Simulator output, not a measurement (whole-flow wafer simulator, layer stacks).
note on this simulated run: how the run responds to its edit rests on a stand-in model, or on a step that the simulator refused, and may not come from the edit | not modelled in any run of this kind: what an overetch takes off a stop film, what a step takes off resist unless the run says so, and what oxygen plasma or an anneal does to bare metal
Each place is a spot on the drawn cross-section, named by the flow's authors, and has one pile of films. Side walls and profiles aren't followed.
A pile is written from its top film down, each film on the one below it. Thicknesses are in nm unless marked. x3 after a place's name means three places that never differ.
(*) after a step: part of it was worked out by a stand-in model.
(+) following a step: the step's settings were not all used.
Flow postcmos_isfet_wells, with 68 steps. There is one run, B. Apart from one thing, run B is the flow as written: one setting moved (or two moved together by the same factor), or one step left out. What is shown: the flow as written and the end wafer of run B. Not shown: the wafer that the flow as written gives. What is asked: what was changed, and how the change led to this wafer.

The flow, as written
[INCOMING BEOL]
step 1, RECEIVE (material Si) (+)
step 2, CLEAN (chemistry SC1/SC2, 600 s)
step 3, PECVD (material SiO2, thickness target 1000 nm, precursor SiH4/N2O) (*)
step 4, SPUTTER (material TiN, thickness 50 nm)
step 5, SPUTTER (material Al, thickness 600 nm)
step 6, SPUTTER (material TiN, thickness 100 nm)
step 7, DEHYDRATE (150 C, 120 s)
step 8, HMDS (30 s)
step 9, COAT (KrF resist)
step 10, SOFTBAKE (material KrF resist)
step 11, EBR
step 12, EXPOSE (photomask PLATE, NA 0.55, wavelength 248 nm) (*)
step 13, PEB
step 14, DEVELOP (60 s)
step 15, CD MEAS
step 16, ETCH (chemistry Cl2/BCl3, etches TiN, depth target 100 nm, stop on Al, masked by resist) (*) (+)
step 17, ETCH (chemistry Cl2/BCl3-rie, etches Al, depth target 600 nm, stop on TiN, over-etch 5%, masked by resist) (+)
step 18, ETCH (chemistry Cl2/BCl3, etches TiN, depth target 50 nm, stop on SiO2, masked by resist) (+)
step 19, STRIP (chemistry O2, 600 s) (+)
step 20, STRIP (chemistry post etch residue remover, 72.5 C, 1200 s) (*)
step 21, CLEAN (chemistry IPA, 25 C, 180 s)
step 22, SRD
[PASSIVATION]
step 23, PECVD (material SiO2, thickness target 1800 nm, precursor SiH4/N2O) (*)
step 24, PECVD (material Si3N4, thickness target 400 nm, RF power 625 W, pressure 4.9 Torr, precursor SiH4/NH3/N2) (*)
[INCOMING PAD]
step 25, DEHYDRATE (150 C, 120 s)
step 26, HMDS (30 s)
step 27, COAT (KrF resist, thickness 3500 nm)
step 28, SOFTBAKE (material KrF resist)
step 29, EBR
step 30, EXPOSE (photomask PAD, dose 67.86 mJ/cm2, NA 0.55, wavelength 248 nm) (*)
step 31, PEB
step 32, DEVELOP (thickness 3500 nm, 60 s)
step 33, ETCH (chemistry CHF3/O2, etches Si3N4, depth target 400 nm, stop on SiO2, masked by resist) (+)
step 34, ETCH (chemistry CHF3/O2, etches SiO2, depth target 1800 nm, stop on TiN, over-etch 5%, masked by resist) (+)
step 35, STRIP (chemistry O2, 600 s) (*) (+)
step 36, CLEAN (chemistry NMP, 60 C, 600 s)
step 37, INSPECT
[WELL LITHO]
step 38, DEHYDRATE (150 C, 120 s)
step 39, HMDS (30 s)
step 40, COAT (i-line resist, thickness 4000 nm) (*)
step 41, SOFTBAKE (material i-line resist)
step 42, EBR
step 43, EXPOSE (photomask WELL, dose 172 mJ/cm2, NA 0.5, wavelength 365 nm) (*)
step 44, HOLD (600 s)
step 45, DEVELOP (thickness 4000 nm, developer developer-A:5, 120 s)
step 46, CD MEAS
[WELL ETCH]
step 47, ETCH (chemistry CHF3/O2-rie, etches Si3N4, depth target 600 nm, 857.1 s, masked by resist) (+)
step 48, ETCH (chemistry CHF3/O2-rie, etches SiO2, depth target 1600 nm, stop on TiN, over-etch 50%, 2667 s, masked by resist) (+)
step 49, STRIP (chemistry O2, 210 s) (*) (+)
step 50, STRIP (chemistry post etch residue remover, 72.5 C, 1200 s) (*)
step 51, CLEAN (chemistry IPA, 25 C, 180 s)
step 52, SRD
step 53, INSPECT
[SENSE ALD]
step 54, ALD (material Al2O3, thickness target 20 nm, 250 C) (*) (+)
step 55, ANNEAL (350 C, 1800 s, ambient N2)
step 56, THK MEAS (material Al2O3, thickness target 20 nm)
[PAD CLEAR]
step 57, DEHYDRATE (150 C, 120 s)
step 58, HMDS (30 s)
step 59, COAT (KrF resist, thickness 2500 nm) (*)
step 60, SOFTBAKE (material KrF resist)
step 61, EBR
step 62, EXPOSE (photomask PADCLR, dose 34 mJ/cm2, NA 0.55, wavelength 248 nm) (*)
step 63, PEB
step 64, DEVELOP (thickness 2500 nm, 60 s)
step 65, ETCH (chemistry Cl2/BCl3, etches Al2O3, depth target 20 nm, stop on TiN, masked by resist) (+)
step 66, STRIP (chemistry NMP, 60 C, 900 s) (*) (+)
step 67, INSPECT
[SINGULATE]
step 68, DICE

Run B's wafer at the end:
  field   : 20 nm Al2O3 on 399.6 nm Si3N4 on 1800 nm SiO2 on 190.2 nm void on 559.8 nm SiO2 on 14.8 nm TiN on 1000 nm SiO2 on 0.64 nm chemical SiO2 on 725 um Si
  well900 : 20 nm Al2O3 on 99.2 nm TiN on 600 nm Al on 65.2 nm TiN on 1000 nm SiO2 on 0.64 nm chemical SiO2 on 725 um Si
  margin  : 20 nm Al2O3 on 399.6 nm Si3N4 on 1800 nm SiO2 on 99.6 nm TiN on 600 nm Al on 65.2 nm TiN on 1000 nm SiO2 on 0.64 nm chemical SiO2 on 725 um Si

Cause: step 4, SPUTTER: thickness 65.2 nm was run, whereas the flow has thickness 50 nm.
The wafer lets one read it off: well900 has TiN 65.2, and step 4 as written asks for 50 nm.

The path from the change to this, step by step:
  step 4, SPUTTER (material TiN, thickness 50 nm)
      field, margin, well900, well1300 x3, pad_rim, pad_clr, pad_open: TiN gains 65.2 (new film) (in the flow as written it would be: TiN gains 50 (new film))
  step 18, ETCH (chemistry Cl2/BCl3, etches TiN, depth target 50 nm, stop on SiO2, masked by resist) (+)
      field: TiN loses 50 (in the flow as written it would be: TiN loses 50 (all of it))
  step 23, PECVD (material SiO2, thickness target 1800 nm, precursor SiH4/N2O) (*)
      field: SiO2 gains 1800 (new film), void gains 190.2 (new film), SiO2 gains 559.8 (new film) (in the flow as written it would be: SiO2 gains 1800 (new film), void gains 189.9 (new film), SiO2 gains 559.7)
With metal films that touch counted as one body, field has 1 body; the flow as written gives 0 bodies.
